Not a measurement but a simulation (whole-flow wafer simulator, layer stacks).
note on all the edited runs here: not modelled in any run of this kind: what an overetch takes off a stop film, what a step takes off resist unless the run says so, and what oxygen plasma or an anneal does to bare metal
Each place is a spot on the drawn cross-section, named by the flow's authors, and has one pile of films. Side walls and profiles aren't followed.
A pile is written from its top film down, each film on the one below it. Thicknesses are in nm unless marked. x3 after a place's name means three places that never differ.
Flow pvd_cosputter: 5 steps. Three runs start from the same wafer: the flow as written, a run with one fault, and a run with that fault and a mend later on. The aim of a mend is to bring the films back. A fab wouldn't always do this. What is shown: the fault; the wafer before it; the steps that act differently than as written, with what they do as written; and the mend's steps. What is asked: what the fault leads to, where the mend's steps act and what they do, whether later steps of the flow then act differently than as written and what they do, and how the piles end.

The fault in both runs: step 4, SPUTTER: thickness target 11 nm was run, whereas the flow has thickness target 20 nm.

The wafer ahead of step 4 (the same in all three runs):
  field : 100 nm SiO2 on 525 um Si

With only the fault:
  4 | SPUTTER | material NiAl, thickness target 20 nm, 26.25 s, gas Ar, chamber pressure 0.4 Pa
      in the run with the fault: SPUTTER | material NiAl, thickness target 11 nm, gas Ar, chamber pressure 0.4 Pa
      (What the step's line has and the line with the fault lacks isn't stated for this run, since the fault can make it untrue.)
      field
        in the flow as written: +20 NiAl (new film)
        in the run with the fault: +11 NiAl (new film)
  None of the later steps of the flow acts differently than as written at any place that is followed.
  By the end, the piles at field depart from the flow's by more than 2% or 0.5 nm, whichever is larger.
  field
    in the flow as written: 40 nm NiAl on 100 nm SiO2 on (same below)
    in the run with the fault: 31 nm NiAl on 100 nm SiO2 on (same below)

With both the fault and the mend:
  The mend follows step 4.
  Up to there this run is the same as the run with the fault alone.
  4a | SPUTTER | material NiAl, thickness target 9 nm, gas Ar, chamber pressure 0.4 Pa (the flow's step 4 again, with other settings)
      field
        +9 NiAl
  None of the later steps of the flow acts differently than as written at any place that is followed.
  The piles end the same as the flow's at every place that both follow.
